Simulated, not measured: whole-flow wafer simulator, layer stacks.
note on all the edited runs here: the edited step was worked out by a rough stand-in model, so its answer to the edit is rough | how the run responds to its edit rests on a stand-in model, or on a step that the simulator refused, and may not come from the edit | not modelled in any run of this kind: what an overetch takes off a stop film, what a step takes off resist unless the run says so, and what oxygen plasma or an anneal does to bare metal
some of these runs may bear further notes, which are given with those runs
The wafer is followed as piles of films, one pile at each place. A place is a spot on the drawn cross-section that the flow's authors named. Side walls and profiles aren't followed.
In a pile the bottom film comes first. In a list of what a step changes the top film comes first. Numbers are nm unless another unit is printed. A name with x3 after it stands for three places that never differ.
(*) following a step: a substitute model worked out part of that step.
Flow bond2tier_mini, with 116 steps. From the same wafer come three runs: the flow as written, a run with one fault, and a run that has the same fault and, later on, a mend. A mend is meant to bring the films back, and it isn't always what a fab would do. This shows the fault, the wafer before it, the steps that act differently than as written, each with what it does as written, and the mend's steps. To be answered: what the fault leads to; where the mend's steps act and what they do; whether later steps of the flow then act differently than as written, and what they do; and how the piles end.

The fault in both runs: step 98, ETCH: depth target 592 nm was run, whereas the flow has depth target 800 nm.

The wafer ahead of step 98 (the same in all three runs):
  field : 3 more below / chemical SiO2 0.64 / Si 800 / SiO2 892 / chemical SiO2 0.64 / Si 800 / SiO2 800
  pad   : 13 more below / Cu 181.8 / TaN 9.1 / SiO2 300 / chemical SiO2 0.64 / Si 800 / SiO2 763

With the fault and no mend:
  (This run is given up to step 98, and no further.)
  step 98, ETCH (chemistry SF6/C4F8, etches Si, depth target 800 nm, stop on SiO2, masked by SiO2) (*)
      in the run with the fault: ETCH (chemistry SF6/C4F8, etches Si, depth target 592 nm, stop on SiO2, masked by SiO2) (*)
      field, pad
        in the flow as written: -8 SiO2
        in the run with the fault: -5.92 SiO2
  The piles after step 98 are only slightly different from the flow's at the places that both follow, by no more than 2% or 0.5 nm, whichever is larger.

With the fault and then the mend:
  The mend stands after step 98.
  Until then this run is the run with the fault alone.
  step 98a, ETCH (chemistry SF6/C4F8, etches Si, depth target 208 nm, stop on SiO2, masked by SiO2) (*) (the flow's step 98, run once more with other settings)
      field, pad
        -2.08 SiO2
  Every later step of the flow that is run acts as written at every place that is followed.
  By the end, the piles equal the flow's at every place that both follow.
